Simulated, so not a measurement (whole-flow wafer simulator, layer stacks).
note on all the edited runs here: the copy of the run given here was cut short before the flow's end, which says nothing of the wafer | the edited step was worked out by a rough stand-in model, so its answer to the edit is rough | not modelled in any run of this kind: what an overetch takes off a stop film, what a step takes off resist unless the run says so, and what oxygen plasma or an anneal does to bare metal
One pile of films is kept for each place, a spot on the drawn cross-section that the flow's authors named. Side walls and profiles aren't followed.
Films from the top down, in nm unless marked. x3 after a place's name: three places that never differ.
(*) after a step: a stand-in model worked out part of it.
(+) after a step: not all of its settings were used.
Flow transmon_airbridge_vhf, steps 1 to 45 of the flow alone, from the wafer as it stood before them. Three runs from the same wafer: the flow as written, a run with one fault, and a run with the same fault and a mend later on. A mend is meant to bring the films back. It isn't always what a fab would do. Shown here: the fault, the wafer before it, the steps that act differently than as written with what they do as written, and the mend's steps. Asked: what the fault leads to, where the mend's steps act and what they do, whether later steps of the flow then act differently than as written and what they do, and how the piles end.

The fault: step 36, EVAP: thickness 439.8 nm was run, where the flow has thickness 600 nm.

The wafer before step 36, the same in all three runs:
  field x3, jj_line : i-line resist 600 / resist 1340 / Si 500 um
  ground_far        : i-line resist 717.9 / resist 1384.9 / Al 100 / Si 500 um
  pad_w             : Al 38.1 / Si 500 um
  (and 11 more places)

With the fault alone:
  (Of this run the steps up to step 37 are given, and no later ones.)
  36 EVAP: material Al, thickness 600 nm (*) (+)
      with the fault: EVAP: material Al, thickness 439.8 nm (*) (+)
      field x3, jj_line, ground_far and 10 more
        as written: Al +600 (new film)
        with the fault: Al +439.8 (new film)
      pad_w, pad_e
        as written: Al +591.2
        with the fault: Al +433.4
  Later steps of the flow that act differently than as written:
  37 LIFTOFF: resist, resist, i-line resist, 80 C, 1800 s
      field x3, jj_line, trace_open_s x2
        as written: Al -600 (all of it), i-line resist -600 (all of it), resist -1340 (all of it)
        with the fault: Al -439.8 (all of it), i-line resist -600 (all of it), resist -1340 (all of it)
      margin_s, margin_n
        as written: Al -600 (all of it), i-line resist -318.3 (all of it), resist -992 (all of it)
        with the fault: Al -439.8 (all of it), i-line resist -318.3 (all of it), resist -992 (all of it)
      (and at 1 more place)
  After step 37 the piles differ from the flow's by more than 2% or 0.5 nm, whichever is larger, at pad_w, flank_w, gap_w, cpw_trace, gap_e, flank_e, pad_e, bridge_strip.
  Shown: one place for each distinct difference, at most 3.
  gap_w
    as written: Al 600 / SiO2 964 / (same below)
    with the fault: Al 439.8 / SiO2 964 / (same below)
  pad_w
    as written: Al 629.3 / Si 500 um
    with the fault: Al 471.4 / Si 500 um
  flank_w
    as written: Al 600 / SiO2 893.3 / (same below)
    with the fault: Al 439.8 / SiO2 893.3 / (same below)

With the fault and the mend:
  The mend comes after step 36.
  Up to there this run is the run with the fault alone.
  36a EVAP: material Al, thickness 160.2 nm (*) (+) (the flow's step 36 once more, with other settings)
      field x3, jj_line, ground_far and 10 more
        Al +160.2
      pad_w, pad_e
        Al +157.8
  No later step of the flow acts differently than as written, at any place that is followed, by more than 2% or 0.5 nm, whichever is larger.
  At the end the piles differ from the flow's only slightly at the places that both follow, by at most 2% or 0.5 nm, whichever is larger.
